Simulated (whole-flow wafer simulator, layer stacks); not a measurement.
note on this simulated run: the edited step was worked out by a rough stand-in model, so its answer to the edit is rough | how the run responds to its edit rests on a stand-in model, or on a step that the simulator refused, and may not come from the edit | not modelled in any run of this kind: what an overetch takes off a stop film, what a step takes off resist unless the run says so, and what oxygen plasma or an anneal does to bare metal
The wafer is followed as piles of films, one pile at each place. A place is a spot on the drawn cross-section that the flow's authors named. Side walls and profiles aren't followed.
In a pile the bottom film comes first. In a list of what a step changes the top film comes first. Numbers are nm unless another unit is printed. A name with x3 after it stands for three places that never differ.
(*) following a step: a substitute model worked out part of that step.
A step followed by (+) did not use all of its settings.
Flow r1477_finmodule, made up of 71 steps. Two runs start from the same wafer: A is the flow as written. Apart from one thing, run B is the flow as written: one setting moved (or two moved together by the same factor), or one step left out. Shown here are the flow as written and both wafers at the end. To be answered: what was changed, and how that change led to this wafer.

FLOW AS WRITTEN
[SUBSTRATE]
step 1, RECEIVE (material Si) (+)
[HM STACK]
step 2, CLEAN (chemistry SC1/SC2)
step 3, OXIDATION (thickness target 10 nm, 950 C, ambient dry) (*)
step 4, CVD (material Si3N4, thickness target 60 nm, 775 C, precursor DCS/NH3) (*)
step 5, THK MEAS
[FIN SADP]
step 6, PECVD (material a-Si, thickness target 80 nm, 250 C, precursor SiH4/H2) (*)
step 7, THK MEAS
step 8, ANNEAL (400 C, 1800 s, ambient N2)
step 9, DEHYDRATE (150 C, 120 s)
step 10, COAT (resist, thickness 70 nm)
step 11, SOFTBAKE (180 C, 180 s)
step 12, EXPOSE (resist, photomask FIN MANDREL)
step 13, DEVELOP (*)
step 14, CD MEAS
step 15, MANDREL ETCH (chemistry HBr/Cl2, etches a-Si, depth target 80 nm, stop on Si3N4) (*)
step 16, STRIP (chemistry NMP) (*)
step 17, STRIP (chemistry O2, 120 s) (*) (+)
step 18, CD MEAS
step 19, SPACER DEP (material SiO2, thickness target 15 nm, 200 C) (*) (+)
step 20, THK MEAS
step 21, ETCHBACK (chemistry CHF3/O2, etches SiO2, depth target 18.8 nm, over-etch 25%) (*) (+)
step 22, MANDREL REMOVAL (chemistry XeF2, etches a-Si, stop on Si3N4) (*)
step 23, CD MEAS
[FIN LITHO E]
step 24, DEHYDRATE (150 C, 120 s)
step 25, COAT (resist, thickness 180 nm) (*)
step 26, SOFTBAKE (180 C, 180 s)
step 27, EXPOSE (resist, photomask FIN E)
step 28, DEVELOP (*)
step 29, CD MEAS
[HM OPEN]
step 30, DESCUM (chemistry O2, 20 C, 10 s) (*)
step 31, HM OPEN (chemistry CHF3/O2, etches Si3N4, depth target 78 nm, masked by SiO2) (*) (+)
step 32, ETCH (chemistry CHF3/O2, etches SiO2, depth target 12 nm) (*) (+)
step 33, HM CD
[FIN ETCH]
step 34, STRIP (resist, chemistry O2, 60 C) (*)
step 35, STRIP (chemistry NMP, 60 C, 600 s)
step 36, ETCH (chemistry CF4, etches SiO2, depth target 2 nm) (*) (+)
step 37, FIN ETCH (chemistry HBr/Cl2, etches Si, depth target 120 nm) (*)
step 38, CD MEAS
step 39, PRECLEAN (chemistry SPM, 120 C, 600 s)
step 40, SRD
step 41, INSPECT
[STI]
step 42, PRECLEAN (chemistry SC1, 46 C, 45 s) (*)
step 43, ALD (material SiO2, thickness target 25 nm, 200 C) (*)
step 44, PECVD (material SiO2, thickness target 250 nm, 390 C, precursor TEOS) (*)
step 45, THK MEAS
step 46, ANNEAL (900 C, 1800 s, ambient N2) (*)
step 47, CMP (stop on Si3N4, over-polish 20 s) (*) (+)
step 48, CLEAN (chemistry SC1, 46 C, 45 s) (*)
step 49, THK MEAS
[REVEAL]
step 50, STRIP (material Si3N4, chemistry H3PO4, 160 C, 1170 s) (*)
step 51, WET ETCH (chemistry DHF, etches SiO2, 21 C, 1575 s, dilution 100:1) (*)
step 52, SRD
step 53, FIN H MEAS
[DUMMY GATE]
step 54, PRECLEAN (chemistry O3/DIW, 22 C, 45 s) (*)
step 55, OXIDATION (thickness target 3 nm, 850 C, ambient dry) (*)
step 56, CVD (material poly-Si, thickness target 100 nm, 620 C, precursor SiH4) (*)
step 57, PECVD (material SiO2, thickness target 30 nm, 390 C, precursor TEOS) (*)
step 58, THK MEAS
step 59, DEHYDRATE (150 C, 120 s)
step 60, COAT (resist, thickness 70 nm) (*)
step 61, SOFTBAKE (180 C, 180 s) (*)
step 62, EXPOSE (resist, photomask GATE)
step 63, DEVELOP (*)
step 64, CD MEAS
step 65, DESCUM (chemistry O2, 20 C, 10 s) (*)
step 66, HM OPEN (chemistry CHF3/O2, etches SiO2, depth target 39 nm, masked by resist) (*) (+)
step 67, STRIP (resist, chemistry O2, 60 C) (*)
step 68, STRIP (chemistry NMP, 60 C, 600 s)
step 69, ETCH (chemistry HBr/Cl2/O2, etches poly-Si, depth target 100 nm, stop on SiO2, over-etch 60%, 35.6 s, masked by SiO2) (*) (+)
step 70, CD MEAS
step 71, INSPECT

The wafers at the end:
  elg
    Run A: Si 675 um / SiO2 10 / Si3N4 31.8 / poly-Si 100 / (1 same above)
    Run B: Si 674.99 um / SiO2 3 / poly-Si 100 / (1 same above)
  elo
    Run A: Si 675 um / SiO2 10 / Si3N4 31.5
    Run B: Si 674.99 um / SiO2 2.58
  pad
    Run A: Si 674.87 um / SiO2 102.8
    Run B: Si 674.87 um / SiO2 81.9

The reason: step 6, PECVD: thickness target 53.6 nm was run, while the flow as written has thickness target 80 nm.

Step by step, how the change led to this:
  step 6, PECVD (material a-Si, thickness target 80 nm, 250 C, precursor SiH4/H2) (*)
      pad, padg, elg and 33 more: A +80 a-Si (new film) | B +53.6 a-Si (new film)
  step 15, MANDREL ETCH (chemistry HBr/Cl2, etches a-Si, depth target 80 nm, stop on Si3N4) (*)
      pad, padg, elg and 27 more: A -80 a-Si (all of it) | B -53.6 a-Si (all of it)
  step 21, ETCHBACK (chemistry CHF3/O2, etches SiO2, depth target 18.8 nm, over-etch 25%) (*) (+)
      s40sg_line, s45sg_line, s50sg_line, s40so_line, s45so_line, s50so_line: A +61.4 SiO2 | B +35 SiO2
  step 22, MANDREL REMOVAL (chemistry XeF2, etches a-Si, stop on Si3N4) (*)
      s40cg, s45cg, s50cg, s40co, s45co, s50co: A -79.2 a-Si (all of it) | B -52.8 a-Si (all of it)
  step 25, COAT (resist, thickness 180 nm) (*)
      s40cg, s40co: A +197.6 resist (new film) | B +191 resist (new film)
      s40sg, s40so: A +201.2 resist (new film) | B +194.6 resist (new film)
      (as well as at 14 more places)
  step 28, DEVELOP (*)
      s40cg, s40co: A -197.6 resist (all of it) | B -191 resist (all of it)
      s40sg, s40so: A -201.2 resist (all of it) | B -194.6 resist (all of it)
      (as well as at 14 more places)
  step 32, ETCH (chemistry CHF3/O2, etches SiO2, depth target 12 nm) (*) (+)
      s40sg_line, s45sg_line, s50sg_line, s40so_line, s45so_line, s50so_line: A -12 SiO2 | B -11 SiO2 (all of it)
      elg, e40lg, e100lg, e200lg, elo, e40lo, e100lo, e200lo: A -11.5 resist | B -10.5 resist
  step 36, ETCH (chemistry CF4, etches SiO2, depth target 2 nm) (*) (+)
      elg, e40lg, e100lg, e200lg, elo, e40lo, e100lo, e200lo: A -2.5 Si3N4 | B nothing
      s40sg_line, s45sg_line, s50sg_line, s40so_line, s45so_line, s50so_line: A -2 SiO2 | B nothing
  step 37, FIN ETCH (chemistry HBr/Cl2, etches Si, depth target 120 nm) (*)
      s40sg_line, s45sg_line, s50sg_line, s40so_line, s45so_line, s50so_line: A -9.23 SiO2 | B -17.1 Si3N4
  step 43, ALD (material SiO2, thickness target 25 nm, 200 C) (*)
      s40sg_line, s45sg_line, s50sg_line, s40so_line, s45so_line, s50so_line: A +25 SiO2 | B +25 SiO2 (new film)
      s40cg, s45cg, s50cg, s40co, s45co, s50co: A +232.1 SiO2 (new film) | B +200.6 SiO2 (new film)
  step 47, CMP (stop on Si3N4, over-polish 20 s) (*) (+)
      elg, e40lg, e100lg, e200lg, elo, e40lo, e100lo, e200lo: A -241.6 SiO2 | B -263.8 SiO2 (all of it), -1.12 Si3N4
      pad, padg, e40sg and 11 more: A -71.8 SiO2 | B -92.7 SiO2
      (as well as at 14 more places)
  step 50, STRIP (material Si3N4, chemistry H3PO4, 160 C, 1170 s) (*)
      elg, e40lg, e100lg, e200lg, elo, e40lo, e100lo, e200lo: A -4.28 SiO2 | B -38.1 Si3N4 (all of it), -2.02 SiO2
      s40sg_line, s45sg_line, s50sg_line, s40so_line, s45so_line, s50so_line: A -58.9 Si3N4 (all of it), -1.37 SiO2 | B -38.1 Si3N4 (all of it), -2.02 SiO2
  step 51, WET ETCH (chemistry DHF, etches SiO2, 21 C, 1575 s, dilution 100:1) (*)
      elg, e40lg, e100lg, e200lg, elo, e40lo, e100lo, e200lo: A -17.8 SiO2 (all of it), -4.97 Si3N4 | B -7.98 SiO2 (all of it)
      s40sg_line, s45sg_line, s50sg_line, s40so_line, s45so_line, s50so_line: A -8.63 SiO2 (all of it) | B -7.98 SiO2 (all of it)
  step 54, PRECLEAN (chemistry O3/DIW, 22 C, 45 s) (*)
      elg, e40lg, e100lg, e200lg, elo, e40lo, e100lo, e200lo: A nothing | B +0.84 chemical SiO2 (new film), -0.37 Si
  step 55, OXIDATION (thickness target 3 nm, 850 C, ambient dry) (*)
      elg, e40lg, e100lg, e200lg, elo, e40lo, e100lo, e200lo: A nothing | B +3 SiO2 (new film), -0.84 chemical SiO2 (all of it), -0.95 Si
  step 56, CVD (material poly-Si, thickness target 100 nm, 620 C, precursor SiH4) (*)
      s40cg, s40co: A +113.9 poly-Si (new film) | B +136.7 poly-Si (new film)
      s45cg, s45co: A +113.4 poly-Si (new film) | B +136.7 poly-Si (new film)
      (as well as at 3 more places)
  ... 3 other steps ...
  step 69, ETCH (chemistry HBr/Cl2/O2, etches poly-Si, depth target 100 nm, stop on SiO2, over-etch 60%, 35.6 s, masked by SiO2) (*) (+)
      s40co: A -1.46 chemical SiO2 (all of it), -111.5 poly-Si (all of it), -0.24 SiO2 | B -1.36 chemical SiO2 (all of it), -134.3 poly-Si (all of it), -0.13 SiO2
      s45co: A -1.46 chemical SiO2 (all of it), -110.9 poly-Si (all of it), -0.25 SiO2 | B -1.36 chemical SiO2 (all of it), -134.3 poly-Si (all of it), -0.13 SiO2
      (as well as at 1 more place)
